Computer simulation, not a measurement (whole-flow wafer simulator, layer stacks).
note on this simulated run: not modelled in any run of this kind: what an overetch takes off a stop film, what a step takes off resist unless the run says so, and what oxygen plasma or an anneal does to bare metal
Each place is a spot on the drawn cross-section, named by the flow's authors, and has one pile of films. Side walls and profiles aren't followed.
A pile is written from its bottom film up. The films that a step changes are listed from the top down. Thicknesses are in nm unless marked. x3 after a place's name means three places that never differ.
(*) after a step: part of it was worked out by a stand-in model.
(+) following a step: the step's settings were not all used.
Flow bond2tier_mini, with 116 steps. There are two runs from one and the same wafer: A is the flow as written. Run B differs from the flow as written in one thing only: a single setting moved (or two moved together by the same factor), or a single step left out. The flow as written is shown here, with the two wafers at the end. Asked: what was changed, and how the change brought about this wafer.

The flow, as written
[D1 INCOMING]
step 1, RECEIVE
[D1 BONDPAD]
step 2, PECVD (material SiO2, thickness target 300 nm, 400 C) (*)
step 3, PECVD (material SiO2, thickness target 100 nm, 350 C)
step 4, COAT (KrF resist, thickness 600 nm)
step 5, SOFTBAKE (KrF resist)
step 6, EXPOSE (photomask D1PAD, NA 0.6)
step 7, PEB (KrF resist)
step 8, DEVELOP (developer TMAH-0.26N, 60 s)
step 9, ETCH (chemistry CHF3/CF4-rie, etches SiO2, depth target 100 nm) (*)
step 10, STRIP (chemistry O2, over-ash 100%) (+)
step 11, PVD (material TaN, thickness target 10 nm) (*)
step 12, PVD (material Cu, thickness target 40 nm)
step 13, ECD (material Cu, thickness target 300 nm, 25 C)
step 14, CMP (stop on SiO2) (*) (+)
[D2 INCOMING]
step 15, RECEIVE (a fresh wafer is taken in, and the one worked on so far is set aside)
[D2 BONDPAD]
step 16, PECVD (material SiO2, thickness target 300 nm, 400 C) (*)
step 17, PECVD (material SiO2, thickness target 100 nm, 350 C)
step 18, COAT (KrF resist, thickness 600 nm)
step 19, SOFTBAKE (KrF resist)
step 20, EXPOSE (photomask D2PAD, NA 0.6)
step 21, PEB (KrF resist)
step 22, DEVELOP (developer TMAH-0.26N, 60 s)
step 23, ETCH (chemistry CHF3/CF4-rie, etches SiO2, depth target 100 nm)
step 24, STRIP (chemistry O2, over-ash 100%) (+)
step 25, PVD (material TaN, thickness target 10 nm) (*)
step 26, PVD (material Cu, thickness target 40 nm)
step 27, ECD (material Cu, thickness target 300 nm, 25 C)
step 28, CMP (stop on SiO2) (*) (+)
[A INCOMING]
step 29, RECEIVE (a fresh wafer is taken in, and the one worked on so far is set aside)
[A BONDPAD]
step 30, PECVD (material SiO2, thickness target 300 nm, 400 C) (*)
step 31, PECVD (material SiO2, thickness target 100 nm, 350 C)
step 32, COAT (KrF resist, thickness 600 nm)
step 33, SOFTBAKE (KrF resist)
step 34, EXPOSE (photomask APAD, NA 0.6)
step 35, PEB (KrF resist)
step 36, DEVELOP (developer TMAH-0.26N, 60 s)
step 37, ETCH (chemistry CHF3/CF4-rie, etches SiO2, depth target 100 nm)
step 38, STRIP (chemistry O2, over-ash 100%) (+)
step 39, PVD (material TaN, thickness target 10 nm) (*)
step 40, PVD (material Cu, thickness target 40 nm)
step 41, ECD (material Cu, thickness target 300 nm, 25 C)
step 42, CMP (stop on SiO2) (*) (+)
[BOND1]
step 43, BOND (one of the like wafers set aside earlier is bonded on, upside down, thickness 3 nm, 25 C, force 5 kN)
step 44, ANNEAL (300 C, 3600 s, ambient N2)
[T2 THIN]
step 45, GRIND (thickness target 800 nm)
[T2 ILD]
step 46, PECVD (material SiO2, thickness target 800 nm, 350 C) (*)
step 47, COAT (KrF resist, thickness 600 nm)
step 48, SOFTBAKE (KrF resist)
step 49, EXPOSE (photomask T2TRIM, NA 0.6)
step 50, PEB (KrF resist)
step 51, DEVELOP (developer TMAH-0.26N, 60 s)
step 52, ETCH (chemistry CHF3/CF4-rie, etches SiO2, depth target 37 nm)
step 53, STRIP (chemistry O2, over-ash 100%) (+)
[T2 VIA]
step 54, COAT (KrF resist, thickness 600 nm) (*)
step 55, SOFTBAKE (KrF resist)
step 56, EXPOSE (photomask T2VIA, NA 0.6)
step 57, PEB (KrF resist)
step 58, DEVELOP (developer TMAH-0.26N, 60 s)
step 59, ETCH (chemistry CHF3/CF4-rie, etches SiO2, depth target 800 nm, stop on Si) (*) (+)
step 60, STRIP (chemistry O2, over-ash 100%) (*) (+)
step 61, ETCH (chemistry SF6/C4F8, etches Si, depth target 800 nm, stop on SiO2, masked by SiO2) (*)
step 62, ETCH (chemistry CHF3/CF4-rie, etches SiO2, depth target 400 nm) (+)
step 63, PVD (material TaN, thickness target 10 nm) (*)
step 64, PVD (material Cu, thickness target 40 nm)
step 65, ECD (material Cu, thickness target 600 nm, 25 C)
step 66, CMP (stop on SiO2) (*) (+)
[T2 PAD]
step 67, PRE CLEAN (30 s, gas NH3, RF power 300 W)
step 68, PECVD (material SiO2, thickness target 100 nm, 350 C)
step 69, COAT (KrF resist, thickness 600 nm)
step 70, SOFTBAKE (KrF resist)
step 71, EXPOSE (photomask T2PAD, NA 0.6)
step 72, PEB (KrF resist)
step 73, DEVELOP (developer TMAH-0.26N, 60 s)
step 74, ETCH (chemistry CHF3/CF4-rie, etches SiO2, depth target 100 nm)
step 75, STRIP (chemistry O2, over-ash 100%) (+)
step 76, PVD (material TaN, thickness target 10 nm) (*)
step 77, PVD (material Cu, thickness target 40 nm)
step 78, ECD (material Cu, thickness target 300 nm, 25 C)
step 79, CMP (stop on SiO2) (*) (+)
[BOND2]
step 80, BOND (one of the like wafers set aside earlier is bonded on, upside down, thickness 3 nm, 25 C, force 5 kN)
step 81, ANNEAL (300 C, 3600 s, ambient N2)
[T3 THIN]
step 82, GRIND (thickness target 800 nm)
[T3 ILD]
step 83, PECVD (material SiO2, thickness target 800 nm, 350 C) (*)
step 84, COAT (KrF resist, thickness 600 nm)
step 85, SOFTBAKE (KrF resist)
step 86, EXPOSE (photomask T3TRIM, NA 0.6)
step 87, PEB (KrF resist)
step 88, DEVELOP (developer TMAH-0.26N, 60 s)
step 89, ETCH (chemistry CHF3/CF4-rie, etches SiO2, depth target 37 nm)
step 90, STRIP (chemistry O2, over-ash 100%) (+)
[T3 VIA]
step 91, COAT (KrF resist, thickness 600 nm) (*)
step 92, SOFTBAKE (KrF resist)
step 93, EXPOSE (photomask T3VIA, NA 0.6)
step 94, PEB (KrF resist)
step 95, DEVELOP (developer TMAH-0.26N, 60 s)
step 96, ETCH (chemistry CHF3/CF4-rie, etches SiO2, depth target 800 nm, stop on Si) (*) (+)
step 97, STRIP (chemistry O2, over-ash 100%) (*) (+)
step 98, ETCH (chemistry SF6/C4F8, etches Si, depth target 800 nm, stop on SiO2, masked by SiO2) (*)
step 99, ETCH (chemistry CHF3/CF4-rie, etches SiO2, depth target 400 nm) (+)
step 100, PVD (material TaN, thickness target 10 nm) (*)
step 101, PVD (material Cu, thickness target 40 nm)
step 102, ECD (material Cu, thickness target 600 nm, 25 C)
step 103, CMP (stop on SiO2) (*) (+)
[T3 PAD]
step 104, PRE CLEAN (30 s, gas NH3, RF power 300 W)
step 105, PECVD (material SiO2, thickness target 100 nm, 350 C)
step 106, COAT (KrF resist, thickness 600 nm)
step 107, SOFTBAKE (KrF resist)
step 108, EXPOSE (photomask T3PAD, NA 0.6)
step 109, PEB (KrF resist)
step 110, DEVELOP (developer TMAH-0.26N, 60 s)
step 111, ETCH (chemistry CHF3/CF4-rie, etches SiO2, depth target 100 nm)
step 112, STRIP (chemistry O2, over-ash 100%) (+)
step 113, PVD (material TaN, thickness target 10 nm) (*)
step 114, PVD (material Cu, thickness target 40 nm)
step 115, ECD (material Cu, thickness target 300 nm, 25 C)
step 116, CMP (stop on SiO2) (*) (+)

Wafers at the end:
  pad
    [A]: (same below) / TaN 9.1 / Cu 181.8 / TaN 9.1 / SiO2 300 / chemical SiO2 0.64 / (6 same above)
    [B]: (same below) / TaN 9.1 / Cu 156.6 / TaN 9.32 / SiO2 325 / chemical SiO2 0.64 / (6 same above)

Cause: step 23, ETCH: depth target 75 nm was run, though the flow has depth target 100 nm.

The path from the change to this, step by step:
  step 23, ETCH (chemistry CHF3/CF4-rie, etches SiO2, depth target 100 nm)
      pad, via: A SiO2 loses 100 | B SiO2 loses 75
      field: A KrF resist loses 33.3 | B KrF resist loses 25
  step 26, PVD (material Cu, thickness target 40 nm)
      pad: A Cu gains 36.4 (new film) | B Cu gains 37.3 (new film)
  step 27, ECD (material Cu, thickness target 300 nm, 25 C)
      pad: A Cu gains 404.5 | B Cu gains 378.4
      via: A Cu gains 400.2 | B Cu gains 375.1
  step 80, BOND (one of the like wafers set aside earlier is bonded on, upside down, thickness 3 nm, 25 C, force 5 kN)
      pad: A Si gains 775 um (new film), chemical SiO2 gains 0.64 (new film), SiO2 gains 300 (new film), TaN gains 9.1 (new film), Cu gains 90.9 | B Si gains 775 um (new film), chemical SiO2 gains 0.64 (new film), SiO2 gains 325 (new film), TaN gains 9.32 (new film), Cu gains 65.7
